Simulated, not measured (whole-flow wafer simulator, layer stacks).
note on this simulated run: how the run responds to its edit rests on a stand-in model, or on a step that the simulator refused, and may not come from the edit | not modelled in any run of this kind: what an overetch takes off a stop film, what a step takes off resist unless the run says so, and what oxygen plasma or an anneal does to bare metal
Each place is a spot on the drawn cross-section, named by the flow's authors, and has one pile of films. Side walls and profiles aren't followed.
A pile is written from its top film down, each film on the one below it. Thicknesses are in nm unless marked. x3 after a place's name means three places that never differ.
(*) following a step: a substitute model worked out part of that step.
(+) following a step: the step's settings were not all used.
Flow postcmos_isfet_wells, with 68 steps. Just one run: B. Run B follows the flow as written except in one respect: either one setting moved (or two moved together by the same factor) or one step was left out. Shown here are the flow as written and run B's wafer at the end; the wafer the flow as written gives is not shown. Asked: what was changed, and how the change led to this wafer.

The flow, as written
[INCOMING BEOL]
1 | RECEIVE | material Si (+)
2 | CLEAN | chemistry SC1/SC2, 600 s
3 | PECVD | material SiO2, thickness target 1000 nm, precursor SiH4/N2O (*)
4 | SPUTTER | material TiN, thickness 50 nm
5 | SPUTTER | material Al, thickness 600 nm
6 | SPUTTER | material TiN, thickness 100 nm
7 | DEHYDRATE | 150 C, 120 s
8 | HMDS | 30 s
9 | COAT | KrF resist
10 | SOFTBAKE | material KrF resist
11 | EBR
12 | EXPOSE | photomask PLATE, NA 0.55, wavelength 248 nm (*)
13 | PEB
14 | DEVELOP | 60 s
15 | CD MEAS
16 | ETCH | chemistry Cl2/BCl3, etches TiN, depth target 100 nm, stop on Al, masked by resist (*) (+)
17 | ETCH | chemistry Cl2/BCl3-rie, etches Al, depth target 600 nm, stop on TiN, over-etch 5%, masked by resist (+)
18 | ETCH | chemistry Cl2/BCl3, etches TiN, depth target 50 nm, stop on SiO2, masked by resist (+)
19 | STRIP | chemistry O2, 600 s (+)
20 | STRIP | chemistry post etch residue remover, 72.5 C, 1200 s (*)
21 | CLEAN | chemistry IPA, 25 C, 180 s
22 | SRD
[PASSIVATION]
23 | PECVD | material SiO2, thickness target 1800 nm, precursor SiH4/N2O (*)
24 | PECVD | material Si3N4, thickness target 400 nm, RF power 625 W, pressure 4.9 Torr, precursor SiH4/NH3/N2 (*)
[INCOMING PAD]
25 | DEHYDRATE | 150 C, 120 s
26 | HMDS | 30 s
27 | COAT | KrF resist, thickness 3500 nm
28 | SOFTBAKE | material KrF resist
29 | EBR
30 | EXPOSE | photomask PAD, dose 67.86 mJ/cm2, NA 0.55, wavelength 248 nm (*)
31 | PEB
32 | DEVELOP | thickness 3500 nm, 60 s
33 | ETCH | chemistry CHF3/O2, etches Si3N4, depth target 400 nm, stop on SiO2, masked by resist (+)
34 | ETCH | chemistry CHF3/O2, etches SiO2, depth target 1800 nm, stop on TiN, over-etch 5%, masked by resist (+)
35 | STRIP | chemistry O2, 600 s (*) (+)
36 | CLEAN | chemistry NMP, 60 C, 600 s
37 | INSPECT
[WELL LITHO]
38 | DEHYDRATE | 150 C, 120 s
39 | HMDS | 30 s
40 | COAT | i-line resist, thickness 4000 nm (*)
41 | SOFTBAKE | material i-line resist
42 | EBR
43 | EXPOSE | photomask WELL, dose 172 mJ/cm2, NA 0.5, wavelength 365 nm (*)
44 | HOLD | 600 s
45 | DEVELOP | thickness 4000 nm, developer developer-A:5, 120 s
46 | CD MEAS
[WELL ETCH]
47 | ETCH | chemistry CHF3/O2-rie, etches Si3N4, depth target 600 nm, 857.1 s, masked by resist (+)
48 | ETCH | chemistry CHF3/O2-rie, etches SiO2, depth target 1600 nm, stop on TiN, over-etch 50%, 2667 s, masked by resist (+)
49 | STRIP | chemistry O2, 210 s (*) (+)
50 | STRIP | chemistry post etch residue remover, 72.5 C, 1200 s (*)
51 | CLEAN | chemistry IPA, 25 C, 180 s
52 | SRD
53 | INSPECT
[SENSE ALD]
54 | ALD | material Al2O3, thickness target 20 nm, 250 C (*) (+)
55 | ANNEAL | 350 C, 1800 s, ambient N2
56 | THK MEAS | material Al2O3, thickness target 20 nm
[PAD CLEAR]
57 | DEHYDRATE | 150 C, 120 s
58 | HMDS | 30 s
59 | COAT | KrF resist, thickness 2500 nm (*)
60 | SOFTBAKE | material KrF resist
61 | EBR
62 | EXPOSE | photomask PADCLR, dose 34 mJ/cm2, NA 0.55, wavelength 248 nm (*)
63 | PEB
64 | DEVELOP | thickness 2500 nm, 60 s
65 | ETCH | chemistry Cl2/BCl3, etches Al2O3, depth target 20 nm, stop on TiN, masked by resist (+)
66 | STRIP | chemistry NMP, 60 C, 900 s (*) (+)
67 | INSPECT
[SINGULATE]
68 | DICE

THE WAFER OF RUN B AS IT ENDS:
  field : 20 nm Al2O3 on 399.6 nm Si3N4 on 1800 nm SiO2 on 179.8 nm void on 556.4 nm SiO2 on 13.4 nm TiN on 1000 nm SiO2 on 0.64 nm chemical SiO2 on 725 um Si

What caused this: step 18, ETCH: depth target 36.2 nm was run, whereas the flow has depth target 50 nm.

How this came from the change, step by step:
  18 | ETCH | chemistry Cl2/BCl3, etches TiN, depth target 50 nm, stop on SiO2, masked by resist (+)
      field: TiN loses 36.2 (it would be, as written: TiN loses 50 (all of it))
      margin, well900, well1300 x3, pad_rim, pad_clr, pad_open: KrF resist loses 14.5 (it would be, as written: KrF resist loses 20)
  23 | PECVD | material SiO2, thickness target 1800 nm, precursor SiH4/N2O (*)
      field: SiO2 gains 1800 (new film), void gains 179.8 (new film), SiO2 gains 556.4 (new film) (it would be, as written: SiO2 gains 1800 (new film), void gains 189.9 (new film), SiO2 gains 559.7)
If metal films that touch count as one body, field has 1 body; the flow as written gives 0 bodies.
